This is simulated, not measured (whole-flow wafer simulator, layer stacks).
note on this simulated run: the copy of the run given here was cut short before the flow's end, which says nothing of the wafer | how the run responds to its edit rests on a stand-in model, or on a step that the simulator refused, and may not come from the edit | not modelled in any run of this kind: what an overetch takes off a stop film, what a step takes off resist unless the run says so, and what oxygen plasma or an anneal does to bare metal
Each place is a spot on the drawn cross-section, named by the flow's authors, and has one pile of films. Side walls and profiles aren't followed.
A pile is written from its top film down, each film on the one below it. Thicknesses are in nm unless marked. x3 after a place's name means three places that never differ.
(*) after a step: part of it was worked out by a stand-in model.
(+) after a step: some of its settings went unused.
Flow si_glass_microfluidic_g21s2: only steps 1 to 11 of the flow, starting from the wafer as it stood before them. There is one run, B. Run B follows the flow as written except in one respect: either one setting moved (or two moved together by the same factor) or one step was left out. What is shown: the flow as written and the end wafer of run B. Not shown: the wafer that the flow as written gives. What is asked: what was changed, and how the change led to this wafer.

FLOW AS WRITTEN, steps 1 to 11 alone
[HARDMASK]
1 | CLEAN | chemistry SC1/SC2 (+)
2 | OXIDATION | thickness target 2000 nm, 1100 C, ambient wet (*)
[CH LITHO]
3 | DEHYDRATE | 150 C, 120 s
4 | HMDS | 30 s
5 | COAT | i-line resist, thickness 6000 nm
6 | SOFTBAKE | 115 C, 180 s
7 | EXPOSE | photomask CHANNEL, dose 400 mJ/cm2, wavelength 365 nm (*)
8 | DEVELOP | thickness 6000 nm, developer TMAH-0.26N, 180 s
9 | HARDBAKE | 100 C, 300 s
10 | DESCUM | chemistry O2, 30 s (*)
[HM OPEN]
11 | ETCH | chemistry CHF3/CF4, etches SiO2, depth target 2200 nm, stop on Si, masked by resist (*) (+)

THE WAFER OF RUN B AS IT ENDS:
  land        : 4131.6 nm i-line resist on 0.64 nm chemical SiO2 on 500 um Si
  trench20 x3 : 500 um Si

Cause: step 2, OXIDATION: thickness target 2000 nm, 1100 C, ambient wet (*), was omitted.

How this came from the change, step by step:
  11 | ETCH | chemistry CHF3/CF4, etches SiO2, depth target 2200 nm, stop on Si, masked by resist (*) (+)
      trench20 x3: -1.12 chemical SiO2 (all of it) (in the flow as written it would be: -2000 SiO2 (all of it))
